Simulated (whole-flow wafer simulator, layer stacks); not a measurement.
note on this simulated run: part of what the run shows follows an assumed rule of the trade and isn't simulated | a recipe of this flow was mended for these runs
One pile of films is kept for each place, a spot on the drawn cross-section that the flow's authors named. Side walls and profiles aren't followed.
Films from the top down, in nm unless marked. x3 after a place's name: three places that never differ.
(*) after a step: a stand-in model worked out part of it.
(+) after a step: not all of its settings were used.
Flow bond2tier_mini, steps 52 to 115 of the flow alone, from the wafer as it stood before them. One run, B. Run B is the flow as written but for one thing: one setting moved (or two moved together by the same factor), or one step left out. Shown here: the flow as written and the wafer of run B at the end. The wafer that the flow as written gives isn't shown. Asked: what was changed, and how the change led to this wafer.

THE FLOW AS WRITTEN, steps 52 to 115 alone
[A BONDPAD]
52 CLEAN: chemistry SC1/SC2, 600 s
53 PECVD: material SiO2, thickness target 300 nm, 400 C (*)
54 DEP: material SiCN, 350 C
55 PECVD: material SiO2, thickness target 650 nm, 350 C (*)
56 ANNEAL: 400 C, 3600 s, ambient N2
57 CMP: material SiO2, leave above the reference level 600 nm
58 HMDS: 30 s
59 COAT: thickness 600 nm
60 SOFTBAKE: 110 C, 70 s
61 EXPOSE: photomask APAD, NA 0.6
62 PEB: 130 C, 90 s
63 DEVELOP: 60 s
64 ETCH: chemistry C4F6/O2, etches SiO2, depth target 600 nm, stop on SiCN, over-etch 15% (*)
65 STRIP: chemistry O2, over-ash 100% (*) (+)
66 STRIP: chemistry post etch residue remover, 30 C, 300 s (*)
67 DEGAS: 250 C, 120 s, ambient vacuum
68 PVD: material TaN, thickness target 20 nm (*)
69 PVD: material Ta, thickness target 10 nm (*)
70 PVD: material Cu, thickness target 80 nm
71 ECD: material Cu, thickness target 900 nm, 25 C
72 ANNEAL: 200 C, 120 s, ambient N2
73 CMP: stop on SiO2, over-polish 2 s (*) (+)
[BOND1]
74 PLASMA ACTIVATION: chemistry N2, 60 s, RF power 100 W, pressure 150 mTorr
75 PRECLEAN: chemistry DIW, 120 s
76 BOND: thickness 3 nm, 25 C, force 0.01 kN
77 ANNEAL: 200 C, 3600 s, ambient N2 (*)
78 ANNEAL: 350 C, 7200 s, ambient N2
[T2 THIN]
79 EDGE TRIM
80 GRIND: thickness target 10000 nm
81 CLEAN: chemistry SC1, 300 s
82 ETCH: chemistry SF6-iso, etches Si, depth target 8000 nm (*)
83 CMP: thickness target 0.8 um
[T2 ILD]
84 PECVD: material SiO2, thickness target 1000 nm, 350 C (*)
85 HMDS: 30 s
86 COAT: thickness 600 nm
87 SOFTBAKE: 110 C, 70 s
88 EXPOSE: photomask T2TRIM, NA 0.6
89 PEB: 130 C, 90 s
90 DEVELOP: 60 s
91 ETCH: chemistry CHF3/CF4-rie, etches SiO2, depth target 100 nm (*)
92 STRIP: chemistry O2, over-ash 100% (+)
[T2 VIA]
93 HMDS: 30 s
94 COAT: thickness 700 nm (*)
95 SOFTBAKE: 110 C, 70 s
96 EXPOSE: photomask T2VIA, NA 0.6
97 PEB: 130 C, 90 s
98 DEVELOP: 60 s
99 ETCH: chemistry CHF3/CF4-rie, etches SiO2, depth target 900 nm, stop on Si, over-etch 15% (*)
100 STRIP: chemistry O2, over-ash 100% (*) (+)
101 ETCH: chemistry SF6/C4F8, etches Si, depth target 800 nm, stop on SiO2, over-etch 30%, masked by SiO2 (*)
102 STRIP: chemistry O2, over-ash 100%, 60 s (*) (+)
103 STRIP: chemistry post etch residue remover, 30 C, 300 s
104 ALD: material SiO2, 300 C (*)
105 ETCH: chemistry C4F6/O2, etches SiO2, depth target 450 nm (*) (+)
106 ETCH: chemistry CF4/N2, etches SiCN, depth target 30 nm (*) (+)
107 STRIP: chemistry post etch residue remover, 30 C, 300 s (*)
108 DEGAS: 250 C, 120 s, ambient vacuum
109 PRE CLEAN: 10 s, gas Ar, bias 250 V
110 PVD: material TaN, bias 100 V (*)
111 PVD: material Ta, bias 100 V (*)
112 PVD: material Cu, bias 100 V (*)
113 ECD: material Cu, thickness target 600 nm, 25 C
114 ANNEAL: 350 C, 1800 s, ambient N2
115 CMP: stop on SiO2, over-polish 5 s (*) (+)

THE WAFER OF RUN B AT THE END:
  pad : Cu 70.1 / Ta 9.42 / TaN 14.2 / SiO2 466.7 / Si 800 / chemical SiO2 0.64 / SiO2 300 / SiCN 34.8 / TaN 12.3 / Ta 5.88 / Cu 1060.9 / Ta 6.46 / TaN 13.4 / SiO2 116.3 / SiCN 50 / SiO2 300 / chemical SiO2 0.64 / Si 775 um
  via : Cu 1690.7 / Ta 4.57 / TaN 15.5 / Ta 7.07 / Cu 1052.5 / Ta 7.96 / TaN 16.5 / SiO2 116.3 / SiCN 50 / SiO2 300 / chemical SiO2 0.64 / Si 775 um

The cause: step 64, ETCH: depth target 420.6 nm was run, where the flow has depth target 600 nm.

How the change led to this, step by step:
  64 ETCH: chemistry C4F6/O2, etches SiO2, depth target 600 nm, stop on SiCN, over-etch 15% (*)
      pad, via: SiO2 -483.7 (as written it would be: SiO2 -600 (all of it), SiCN -15.2)
      field: thick-KrF-resist -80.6 (as written it would be: thick-KrF-resist -115)
  65 STRIP: chemistry O2, over-ash 100% (*) (+)
      field: thick-KrF-resist -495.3 (all of it) (as written it would be: thick-KrF-resist -460.9 (all of it))
  68 PVD: material TaN, thickness target 20 nm (*)
      pad: TaN +13.4 (new film) (as written it would be: TaN +12.3 (new film))
      via: TaN +16.5 (new film) (as written it would be: TaN +14.9 (new film))
  69 PVD: material Ta, thickness target 10 nm (*)
      pad: Ta +6.46 (new film) (as written it would be: Ta +5.88 (new film))
      via: Ta +7.96 (new film) (as written it would be: Ta +7.07 (new film))
  70 PVD: material Cu, thickness target 80 nm
      pad: Cu +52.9 (new film) (as written it would be: Cu +48.4 (new film))
      via: Cu +65.6 (new film) (as written it would be: Cu +59 (new film))
  71 ECD: material Cu, thickness target 900 nm, 25 C
      pad: Cu +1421 (as written it would be: Cu +1558.7)
      via: Cu +1403.7 (as written it would be: Cu +1544.3)
